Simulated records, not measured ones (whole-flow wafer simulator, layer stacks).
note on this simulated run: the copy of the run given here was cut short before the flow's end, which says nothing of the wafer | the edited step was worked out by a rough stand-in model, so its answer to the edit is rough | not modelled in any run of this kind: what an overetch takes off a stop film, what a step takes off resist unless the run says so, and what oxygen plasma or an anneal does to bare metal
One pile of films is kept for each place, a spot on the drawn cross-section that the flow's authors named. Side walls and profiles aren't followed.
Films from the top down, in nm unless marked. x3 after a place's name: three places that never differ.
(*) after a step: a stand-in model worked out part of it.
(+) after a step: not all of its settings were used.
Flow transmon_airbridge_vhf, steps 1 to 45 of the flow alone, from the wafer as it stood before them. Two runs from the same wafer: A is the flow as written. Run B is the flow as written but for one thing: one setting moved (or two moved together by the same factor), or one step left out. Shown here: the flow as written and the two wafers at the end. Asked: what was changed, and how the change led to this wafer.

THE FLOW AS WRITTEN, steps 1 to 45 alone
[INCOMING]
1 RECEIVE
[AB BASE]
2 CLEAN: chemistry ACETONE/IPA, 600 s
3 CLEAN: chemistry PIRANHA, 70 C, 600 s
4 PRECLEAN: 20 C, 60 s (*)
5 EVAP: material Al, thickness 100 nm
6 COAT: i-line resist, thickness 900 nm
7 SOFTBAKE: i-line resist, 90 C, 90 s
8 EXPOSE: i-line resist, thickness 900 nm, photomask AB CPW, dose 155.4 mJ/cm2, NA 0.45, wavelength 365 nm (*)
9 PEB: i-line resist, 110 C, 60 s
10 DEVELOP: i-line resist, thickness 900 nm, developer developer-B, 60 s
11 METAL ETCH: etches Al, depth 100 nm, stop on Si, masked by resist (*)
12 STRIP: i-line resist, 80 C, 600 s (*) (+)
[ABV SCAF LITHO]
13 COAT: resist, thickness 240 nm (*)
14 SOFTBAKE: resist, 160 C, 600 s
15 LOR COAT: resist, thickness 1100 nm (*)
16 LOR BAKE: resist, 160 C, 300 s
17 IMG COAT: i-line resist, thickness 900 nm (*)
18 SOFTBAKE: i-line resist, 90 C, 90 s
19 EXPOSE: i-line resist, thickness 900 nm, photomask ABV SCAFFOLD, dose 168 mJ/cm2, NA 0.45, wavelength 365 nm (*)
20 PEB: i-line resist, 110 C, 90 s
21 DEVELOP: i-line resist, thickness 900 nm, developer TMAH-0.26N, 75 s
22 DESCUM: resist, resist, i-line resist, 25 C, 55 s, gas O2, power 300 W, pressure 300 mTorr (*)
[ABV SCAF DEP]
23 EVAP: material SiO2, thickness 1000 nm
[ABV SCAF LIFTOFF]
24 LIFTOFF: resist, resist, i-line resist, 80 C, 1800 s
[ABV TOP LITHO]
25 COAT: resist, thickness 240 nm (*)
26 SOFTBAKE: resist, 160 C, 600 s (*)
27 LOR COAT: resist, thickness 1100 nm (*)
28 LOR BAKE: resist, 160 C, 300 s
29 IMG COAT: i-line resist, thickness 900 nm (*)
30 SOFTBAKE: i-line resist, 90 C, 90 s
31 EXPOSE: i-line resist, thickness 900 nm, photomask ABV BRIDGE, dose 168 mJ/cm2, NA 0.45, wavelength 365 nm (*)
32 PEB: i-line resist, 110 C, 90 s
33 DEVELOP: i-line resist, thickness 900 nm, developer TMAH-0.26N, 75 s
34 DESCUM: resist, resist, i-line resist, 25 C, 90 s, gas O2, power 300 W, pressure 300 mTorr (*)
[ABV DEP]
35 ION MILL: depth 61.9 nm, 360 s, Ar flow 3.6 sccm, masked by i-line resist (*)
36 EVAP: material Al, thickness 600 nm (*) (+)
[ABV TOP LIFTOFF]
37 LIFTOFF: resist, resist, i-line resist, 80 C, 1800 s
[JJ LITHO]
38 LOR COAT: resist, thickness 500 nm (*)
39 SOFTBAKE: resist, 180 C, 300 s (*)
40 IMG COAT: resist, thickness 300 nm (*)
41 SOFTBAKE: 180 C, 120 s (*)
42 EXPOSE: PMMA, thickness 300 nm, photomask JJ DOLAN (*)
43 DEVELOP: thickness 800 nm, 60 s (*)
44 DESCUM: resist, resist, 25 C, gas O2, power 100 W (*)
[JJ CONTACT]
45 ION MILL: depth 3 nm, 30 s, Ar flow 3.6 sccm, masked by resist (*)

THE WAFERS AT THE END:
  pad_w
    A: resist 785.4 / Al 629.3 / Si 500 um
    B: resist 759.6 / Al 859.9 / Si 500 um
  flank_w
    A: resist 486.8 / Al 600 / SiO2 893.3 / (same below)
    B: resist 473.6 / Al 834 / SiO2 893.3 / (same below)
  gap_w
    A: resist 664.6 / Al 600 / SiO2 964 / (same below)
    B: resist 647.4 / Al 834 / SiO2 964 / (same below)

The cause: step 36, EVAP: thickness 834 nm was run, where the flow has thickness 600 nm.
It can be read off the wafer: flank_w has Al 834, and step 36 as written asks for 600 nm.

How the change led to this, step by step:
  36 EVAP: material Al, thickness 600 nm (*) (+)
      field x3, jj_line, ground_far and 10 more: A Al +600 (new film) | B Al +834 (new film)
      pad_w, pad_e: A Al +591.2 | B Al +821.8
  37 LIFTOFF: resist, resist, i-line resist, 80 C, 1800 s
      field x3, jj_line, trace_open_s x2: A Al -600 (all of it), i-line resist -600 (all of it), resist -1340 (all of it) | B Al -834 (all of it), i-line resist -600 (all of it), resist -1340 (all of it)
      margin_s, margin_n: A Al -600 (all of it), i-line resist -318.3 (all of it), resist -992 (all of it) | B Al -834 (all of it), i-line resist -318.3 (all of it), resist -992 (all of it)
      (and at 1 more place)
  38 LOR COAT: resist, thickness 500 nm (*)
      pad_w, pad_e: A resist +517 (new film) | B resist +500.6 (new film)
      gap_w, gap_e: A resist +450.7 (new film) | B resist +441.4 (new film)
      (and at 4 more places)
  40 IMG COAT: resist, thickness 300 nm (*)
      pad_w, pad_e: A resist +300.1 | B resist +290.8
      flank_w, flank_e: A resist +212.1 | B resist +204.5
      (and at 4 more places)
